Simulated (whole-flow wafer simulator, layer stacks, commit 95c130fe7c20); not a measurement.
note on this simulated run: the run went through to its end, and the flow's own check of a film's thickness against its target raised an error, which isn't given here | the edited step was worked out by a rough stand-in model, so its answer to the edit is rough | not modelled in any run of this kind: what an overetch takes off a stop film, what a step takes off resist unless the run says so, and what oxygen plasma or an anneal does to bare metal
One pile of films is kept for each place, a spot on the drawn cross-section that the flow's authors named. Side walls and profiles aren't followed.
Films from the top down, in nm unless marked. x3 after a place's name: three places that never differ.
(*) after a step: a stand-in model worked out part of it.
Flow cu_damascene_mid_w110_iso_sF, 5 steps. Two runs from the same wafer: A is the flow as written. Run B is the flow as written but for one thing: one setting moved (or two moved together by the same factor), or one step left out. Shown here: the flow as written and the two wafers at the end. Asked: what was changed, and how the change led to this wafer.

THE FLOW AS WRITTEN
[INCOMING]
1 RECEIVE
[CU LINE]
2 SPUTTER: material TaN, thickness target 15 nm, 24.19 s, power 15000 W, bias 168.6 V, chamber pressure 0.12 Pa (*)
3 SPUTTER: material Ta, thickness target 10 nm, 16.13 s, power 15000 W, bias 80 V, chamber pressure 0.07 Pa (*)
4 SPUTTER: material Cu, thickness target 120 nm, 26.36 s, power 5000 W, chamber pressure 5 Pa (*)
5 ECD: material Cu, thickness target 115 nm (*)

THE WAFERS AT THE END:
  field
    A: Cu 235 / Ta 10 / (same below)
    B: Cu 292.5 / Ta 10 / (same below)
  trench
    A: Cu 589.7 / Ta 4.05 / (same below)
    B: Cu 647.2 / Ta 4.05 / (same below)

The cause: step 5, ECD: thickness target 172.5 nm was run, where the flow has thickness target 115 nm.

How the change led to this, step by step:
  5 ECD: material Cu, thickness target 115 nm (*)
      field: A Cu +115 | B Cu +172.5
      trench: A Cu +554 | B Cu +611.5
